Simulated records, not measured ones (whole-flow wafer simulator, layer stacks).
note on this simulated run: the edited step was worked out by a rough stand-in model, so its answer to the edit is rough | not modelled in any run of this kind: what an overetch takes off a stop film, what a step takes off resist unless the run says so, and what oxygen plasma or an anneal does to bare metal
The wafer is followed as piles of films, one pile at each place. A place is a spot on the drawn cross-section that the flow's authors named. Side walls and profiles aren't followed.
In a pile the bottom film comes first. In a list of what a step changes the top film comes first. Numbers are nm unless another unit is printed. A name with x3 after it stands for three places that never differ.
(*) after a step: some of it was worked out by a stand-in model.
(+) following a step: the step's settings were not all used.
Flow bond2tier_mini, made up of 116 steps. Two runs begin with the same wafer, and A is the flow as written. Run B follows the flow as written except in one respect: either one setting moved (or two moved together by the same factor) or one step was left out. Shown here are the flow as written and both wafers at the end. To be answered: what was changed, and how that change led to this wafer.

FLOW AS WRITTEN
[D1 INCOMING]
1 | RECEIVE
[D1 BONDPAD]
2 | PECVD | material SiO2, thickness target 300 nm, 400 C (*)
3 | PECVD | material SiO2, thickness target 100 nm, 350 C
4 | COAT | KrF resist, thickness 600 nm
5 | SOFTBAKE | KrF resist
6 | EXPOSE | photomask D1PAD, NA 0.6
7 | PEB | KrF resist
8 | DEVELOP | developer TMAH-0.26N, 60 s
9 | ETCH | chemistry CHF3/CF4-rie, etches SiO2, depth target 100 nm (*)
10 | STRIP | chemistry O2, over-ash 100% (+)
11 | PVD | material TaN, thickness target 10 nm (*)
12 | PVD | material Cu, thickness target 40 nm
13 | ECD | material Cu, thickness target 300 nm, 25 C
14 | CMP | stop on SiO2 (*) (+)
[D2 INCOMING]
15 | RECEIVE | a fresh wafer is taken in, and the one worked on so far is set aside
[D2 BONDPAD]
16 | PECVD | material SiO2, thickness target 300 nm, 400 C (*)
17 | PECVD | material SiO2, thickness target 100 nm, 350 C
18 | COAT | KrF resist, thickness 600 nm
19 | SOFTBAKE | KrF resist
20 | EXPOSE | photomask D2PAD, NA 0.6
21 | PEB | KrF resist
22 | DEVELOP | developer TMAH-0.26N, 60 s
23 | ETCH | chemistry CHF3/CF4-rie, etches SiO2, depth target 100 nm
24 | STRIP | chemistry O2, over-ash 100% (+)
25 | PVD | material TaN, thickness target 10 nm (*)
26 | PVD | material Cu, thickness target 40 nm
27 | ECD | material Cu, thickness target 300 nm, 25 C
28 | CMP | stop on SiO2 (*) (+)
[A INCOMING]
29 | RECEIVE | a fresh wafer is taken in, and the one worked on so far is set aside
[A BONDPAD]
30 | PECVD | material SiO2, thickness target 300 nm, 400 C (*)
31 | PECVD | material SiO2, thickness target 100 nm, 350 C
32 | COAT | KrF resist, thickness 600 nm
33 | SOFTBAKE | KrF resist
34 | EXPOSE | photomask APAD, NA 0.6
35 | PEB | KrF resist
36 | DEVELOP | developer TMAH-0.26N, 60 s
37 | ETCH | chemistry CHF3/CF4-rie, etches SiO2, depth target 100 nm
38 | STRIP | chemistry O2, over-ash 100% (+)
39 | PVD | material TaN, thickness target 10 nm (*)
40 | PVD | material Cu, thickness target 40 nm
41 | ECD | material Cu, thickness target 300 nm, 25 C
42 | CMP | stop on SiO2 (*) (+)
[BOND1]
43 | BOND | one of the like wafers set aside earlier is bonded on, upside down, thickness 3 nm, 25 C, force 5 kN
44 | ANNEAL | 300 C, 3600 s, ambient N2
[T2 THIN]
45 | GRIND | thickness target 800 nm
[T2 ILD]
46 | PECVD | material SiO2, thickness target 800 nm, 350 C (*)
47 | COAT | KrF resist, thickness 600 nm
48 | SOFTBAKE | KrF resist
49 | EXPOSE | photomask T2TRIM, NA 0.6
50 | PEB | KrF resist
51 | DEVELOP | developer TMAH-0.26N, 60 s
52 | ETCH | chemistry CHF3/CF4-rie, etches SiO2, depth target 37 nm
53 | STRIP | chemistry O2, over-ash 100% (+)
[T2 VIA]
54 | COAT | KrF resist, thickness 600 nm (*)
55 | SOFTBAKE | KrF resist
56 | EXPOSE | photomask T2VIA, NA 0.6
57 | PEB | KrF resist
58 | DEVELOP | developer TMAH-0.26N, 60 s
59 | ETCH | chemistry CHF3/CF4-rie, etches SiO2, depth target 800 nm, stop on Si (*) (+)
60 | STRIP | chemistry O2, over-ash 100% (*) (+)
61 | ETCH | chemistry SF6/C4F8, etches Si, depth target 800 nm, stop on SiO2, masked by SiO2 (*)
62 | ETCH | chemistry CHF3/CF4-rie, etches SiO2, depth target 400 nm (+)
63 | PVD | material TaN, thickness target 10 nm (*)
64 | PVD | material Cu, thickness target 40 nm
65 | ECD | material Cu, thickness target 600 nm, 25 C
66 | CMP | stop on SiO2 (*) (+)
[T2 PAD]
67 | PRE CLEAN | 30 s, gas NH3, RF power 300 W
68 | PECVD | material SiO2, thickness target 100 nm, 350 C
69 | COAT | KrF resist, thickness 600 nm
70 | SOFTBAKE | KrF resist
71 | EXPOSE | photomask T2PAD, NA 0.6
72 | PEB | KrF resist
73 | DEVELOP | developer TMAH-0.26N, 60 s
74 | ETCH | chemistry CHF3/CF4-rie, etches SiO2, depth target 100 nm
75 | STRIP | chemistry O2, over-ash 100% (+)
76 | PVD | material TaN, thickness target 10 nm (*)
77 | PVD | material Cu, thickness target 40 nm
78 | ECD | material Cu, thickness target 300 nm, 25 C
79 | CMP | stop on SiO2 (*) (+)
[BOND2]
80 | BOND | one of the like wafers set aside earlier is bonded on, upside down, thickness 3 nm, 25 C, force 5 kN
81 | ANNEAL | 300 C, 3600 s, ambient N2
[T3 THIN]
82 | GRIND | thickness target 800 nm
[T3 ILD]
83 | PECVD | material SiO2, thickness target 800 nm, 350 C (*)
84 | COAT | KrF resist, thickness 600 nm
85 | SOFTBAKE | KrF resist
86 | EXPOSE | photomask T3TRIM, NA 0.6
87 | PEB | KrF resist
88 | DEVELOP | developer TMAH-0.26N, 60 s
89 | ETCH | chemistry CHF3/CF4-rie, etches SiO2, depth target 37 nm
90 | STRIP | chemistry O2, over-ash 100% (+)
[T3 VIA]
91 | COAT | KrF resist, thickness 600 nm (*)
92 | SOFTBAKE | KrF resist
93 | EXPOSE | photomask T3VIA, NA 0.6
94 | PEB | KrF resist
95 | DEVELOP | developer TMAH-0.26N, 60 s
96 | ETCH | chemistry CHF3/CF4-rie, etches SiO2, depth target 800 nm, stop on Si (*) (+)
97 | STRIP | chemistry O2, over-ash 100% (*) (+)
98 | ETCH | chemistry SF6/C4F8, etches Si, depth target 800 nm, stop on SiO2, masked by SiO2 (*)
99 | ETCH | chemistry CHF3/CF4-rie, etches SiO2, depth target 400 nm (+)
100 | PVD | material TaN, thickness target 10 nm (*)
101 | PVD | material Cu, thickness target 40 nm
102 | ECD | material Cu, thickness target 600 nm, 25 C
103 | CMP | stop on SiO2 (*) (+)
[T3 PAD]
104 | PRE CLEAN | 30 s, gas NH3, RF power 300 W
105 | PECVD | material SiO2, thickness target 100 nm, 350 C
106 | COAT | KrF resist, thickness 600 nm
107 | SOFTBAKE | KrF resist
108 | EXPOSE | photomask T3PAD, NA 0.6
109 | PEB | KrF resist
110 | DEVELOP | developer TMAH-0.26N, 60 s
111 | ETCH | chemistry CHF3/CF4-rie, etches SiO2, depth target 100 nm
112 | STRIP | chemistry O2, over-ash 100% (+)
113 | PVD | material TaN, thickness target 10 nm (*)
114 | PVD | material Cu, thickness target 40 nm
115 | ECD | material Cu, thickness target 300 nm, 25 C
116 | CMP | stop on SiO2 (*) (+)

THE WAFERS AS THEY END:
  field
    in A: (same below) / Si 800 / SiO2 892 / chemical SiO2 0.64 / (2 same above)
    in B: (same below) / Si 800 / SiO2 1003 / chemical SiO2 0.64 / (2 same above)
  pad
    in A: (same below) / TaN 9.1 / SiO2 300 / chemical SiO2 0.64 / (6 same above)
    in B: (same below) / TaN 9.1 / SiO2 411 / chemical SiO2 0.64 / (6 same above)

Cause: step 16, PECVD: thickness target 411 nm was run, whereas the flow has thickness target 300 nm.
The wafer itself shows it: pad has SiO2 411, and step 16 as written asks for 300 nm.

The path from the change to this, step by step:
  16 | PECVD | material SiO2, thickness target 300 nm, 400 C (*)
      field, pad, via: A SiO2 gains 300 (new film) | B SiO2 gains 411 (new film)
  80 | BOND | one of the like wafers set aside earlier is bonded on, upside down, thickness 3 nm, 25 C, force 5 kN
      field: A Si gains 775 um (new film), chemical SiO2 gains 0.64 (new film), SiO2 gains 400 | B Si gains 775 um (new film), chemical SiO2 gains 0.64 (new film), SiO2 gains 511
      pad: A Si gains 775 um (new film), chemical SiO2 gains 0.64 (new film), SiO2 gains 300 (new film), TaN gains 9.1 (new film), Cu gains 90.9 | B Si gains 775 um (new film), chemical SiO2 gains 0.64 (new film), SiO2 gains 411 (new film), TaN gains 9.1 (new film), Cu gains 90.9
